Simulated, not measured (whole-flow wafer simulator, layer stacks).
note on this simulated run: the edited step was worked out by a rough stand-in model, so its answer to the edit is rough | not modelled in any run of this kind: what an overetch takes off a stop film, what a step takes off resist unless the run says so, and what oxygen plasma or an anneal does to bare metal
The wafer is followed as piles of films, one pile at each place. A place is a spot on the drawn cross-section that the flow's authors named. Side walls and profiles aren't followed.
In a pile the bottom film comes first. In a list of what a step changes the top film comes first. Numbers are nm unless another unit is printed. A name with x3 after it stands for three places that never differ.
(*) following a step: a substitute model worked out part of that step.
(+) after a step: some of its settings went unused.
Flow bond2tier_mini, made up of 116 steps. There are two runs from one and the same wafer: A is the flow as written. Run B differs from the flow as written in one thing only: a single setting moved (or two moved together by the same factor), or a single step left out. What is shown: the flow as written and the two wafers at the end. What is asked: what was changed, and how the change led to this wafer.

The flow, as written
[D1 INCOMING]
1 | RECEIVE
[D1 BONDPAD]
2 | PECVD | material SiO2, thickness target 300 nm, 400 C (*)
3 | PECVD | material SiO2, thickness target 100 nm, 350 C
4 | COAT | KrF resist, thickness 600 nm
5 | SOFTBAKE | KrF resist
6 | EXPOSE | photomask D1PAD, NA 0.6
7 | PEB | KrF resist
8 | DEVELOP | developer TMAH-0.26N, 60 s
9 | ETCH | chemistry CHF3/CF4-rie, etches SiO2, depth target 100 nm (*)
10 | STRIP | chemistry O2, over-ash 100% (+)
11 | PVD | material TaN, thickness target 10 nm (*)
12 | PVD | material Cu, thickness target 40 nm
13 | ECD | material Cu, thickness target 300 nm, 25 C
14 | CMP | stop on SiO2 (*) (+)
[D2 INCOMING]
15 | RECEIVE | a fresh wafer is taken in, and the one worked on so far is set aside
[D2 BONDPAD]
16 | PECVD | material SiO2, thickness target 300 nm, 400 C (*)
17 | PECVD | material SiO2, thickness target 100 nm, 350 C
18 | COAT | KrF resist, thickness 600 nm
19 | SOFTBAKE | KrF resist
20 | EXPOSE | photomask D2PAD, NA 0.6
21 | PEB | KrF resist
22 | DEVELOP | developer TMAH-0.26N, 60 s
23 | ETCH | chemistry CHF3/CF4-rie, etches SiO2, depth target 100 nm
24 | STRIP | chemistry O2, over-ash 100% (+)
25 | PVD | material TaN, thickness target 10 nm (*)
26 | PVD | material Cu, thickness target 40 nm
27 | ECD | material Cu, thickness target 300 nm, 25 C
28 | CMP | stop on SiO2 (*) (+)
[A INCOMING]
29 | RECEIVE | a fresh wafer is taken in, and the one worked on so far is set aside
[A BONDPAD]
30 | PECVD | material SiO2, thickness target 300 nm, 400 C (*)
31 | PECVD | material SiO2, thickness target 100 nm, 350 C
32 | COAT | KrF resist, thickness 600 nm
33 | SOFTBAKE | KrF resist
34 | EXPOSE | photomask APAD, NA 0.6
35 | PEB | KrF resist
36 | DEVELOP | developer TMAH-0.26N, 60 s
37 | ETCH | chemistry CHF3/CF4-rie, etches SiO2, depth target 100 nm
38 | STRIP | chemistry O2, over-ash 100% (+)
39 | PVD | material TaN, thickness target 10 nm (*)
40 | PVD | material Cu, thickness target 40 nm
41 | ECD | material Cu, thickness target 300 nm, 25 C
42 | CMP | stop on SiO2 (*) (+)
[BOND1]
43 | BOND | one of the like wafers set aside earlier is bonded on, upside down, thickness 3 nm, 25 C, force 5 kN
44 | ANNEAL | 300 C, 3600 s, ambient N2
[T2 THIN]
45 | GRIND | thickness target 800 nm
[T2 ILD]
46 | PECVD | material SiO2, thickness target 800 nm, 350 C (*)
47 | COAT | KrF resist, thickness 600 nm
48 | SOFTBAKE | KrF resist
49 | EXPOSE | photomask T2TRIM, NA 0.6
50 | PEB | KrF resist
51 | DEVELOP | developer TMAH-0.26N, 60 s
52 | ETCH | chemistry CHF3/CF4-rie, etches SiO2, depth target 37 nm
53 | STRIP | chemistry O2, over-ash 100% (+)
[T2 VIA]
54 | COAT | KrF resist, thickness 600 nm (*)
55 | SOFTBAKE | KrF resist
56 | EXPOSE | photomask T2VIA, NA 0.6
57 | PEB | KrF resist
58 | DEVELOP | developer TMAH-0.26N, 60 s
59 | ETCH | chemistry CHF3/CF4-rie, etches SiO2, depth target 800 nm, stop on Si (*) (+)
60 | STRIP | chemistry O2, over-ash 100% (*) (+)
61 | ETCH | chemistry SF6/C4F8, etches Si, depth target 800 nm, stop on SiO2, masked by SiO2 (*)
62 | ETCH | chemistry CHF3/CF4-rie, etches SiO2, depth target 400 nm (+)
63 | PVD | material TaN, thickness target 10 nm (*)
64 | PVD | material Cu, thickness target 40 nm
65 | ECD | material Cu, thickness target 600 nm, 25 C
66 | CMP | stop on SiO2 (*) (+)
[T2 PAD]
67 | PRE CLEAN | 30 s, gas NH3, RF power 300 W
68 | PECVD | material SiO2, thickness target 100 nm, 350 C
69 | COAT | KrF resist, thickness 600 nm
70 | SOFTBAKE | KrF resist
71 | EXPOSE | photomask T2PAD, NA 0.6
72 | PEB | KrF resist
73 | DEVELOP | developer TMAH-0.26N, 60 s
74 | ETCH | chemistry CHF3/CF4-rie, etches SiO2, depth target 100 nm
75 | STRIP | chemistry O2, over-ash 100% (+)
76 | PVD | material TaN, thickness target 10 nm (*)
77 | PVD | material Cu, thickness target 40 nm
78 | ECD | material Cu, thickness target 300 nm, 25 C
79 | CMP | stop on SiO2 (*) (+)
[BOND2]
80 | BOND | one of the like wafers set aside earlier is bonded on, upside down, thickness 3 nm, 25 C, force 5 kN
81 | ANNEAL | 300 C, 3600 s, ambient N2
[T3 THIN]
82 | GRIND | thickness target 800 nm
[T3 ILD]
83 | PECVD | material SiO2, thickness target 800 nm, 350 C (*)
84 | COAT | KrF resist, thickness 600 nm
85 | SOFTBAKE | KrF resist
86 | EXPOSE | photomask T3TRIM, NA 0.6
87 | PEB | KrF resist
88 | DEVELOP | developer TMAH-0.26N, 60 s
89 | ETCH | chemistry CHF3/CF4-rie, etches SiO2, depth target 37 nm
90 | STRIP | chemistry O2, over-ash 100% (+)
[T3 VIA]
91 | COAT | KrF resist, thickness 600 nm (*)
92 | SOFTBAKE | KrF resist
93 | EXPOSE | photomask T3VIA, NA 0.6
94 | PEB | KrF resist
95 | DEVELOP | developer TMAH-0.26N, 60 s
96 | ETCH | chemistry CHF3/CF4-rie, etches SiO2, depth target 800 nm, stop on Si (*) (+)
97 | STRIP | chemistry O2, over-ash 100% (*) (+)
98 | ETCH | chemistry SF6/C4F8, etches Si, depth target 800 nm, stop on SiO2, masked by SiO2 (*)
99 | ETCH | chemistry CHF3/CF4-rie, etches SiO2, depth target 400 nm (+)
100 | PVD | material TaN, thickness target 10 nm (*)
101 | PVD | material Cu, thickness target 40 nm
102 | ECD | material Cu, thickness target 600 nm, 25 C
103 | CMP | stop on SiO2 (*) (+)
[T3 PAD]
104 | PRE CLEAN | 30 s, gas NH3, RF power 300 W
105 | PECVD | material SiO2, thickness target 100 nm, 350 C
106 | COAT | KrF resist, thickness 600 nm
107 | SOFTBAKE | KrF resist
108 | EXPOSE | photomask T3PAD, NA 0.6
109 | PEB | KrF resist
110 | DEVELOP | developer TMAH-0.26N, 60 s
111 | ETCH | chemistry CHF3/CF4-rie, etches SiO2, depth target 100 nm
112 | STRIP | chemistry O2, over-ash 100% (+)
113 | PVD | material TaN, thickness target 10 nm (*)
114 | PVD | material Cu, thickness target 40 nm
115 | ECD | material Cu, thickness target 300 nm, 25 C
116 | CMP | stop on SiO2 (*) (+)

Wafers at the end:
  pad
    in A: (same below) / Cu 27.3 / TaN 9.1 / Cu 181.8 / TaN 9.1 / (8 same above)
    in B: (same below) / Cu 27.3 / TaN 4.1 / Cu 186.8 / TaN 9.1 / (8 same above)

Cause: step 76, PVD: thickness target 4.5 nm was run, whereas the flow has thickness target 10 nm.

The path from the change to this, step by step:
  76 | PVD | material TaN, thickness target 10 nm (*)
      field: A +10 TaN (new film) | B +4.5 TaN (new film)
      pad: A +9.1 TaN (new film) | B +4.1 TaN (new film)
  79 | CMP | stop on SiO2 (*) (+)
      field: A -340 Cu (all of it), -10 TaN (all of it) | B -340 Cu (all of it), -4.5 TaN (all of it)
